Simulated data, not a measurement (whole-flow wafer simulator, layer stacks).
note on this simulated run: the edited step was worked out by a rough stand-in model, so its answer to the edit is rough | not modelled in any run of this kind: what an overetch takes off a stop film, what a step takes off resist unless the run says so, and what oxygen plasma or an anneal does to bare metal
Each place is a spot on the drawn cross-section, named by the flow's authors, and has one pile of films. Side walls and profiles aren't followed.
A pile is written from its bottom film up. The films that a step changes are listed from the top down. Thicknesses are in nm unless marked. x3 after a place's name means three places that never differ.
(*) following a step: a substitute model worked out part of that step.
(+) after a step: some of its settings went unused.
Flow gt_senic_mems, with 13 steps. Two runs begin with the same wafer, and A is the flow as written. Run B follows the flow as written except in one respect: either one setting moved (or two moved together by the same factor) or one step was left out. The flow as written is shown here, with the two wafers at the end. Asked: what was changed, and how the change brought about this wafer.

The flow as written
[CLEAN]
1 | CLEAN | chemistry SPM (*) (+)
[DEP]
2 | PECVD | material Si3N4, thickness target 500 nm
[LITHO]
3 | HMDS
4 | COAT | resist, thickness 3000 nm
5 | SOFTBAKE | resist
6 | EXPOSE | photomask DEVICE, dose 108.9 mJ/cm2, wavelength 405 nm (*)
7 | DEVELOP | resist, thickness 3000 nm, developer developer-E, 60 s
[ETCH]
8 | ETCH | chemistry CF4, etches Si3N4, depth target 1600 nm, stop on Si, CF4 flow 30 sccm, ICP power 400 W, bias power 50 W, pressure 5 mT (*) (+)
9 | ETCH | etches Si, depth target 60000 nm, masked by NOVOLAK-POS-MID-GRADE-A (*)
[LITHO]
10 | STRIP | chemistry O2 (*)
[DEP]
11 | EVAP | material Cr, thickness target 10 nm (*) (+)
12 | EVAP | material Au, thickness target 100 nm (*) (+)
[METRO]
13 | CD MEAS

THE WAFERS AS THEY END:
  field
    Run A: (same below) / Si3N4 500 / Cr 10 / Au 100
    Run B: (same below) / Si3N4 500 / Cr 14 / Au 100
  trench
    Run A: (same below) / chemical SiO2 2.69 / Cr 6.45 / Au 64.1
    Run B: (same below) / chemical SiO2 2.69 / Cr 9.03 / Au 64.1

Cause: step 11, EVAP: thickness target 14 nm was run, though the flow has thickness target 10 nm.
The wafer lets one read it off: field has Cr 14, and step 11 as written asks for 10 nm.

Step by step, how the change led to this:
  11 | EVAP | material Cr, thickness target 10 nm (*) (+)
      field: A +10 Cr (new film) | B +14 Cr (new film)
      trench: A +6.45 Cr (new film) | B +9.03 Cr (new film)
